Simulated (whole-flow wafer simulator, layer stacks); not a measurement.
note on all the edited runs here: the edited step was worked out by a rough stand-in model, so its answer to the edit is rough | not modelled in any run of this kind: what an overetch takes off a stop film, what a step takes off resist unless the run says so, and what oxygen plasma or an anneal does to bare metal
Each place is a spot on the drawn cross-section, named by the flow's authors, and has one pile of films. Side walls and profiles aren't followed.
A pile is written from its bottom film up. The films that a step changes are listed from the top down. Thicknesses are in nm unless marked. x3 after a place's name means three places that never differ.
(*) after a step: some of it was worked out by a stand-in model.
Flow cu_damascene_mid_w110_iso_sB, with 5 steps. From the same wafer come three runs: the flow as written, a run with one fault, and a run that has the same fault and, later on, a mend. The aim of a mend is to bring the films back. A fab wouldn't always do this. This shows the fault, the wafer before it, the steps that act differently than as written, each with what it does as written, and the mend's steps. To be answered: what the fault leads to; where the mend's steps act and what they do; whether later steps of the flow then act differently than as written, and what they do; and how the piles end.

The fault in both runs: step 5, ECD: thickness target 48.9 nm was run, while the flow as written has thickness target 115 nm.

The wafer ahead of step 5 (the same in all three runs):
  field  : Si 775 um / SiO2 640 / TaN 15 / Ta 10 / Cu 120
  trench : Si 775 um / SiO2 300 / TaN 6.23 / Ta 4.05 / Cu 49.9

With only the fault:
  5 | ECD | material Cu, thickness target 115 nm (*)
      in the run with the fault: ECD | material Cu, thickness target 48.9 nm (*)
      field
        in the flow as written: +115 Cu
        in the run with the fault: +48.9 Cu
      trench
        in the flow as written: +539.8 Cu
        in the run with the fault: +473.7 Cu
  Every later step of the flow that is run acts as written at every place that is followed.
  The piles end different from the flow's at field, trench by more than 2% or 0.5 nm, whichever is larger.
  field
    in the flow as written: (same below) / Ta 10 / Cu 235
    in the run with the fault: (same below) / Ta 10 / Cu 168.9
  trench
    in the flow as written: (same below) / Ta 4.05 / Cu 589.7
    in the run with the fault: (same below) / Ta 4.05 / Cu 523.6

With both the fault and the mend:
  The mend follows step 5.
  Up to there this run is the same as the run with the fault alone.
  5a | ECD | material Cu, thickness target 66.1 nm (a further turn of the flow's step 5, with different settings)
      field, trench
        +66.1 Cu
  Every later step of the flow that is run acts as written at every place that is followed.
  At every place that both follow, the piles at the end match the flow's.
